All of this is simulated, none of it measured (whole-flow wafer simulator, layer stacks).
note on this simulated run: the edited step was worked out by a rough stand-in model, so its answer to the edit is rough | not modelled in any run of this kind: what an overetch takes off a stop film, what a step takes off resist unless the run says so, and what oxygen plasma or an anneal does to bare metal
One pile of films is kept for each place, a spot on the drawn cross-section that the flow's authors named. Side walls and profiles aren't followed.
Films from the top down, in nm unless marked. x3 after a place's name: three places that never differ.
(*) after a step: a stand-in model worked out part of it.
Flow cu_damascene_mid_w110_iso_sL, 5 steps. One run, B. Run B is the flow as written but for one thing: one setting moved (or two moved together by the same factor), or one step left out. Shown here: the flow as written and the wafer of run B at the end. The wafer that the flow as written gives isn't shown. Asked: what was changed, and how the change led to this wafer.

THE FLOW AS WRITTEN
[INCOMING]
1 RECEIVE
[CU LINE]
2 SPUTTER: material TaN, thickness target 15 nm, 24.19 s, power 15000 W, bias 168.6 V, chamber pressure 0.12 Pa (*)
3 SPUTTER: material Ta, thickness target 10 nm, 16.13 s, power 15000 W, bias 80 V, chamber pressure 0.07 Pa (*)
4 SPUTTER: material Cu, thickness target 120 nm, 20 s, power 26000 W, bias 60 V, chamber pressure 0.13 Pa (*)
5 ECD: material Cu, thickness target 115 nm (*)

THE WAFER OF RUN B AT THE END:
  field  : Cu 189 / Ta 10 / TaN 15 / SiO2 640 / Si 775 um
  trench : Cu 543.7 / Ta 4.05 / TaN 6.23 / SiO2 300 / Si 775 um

The cause: step 5, ECD: thickness target 69 nm was run, where the flow has thickness target 115 nm.

How the change led to this, step by step:
  5 ECD: material Cu, thickness target 115 nm (*)
      field: Cu +69 (as written it would be: Cu +115)
      trench: Cu +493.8 (as written it would be: Cu +539.8)
